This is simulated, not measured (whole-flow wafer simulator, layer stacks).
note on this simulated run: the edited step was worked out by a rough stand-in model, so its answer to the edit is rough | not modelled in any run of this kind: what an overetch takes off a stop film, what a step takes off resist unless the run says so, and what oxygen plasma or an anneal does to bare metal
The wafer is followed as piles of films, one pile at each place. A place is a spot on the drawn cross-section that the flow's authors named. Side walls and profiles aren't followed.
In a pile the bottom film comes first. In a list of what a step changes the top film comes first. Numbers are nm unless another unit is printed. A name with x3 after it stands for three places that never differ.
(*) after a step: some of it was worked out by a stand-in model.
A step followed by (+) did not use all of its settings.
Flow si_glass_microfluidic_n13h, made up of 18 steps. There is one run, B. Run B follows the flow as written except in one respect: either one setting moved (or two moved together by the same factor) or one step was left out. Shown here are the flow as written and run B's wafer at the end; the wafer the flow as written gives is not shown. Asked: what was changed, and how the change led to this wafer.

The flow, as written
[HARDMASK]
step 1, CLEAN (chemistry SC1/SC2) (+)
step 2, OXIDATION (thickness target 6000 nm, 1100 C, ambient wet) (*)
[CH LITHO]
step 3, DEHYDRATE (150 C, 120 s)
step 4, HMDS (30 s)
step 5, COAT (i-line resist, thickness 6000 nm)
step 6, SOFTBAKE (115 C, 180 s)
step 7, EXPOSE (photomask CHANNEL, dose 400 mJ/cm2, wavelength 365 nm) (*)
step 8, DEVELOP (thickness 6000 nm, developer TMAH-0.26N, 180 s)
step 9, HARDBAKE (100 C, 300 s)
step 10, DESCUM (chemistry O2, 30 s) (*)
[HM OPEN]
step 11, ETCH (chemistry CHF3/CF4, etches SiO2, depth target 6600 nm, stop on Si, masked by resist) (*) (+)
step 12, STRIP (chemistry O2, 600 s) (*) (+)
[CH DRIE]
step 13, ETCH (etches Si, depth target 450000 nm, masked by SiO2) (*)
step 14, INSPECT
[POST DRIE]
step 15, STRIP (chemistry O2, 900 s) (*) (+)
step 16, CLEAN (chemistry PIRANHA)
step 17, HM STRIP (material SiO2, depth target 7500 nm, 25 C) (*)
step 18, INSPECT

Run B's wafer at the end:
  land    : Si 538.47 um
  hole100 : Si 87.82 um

What caused this: step 2, OXIDATION: 935 C was run, though the flow has 1100 C.

How this came from the change, step by step:
  step 2, OXIDATION (thickness target 6000 nm, 1100 C, ambient wet) (*)
      land, hole100: +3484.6 SiO2 (new film), -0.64 chemical SiO2 (all of it), -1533 Si (it would be, as written: +6000 SiO2 (new film), -0.64 chemical SiO2 (all of it), -2639.7 Si)
  step 11, ETCH (chemistry CHF3/CF4, etches SiO2, depth target 6600 nm, stop on Si, masked by resist) (*) (+)
      land: -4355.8 i-line resist (it would be, as written: -5500 i-line resist)
      hole100: -3484.6 SiO2 (all of it) (it would be, as written: -6000 SiO2 (all of it))
  step 12, STRIP (chemistry O2, 600 s) (*) (+)
      land: -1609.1 i-line resist (all of it) (it would be, as written: -465 i-line resist (all of it))
  step 17, HM STRIP (material SiO2, depth target 7500 nm, 25 C) (*)
      land: -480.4 SiO2 (all of it) (it would be, as written: -2995.7 SiO2 (all of it))
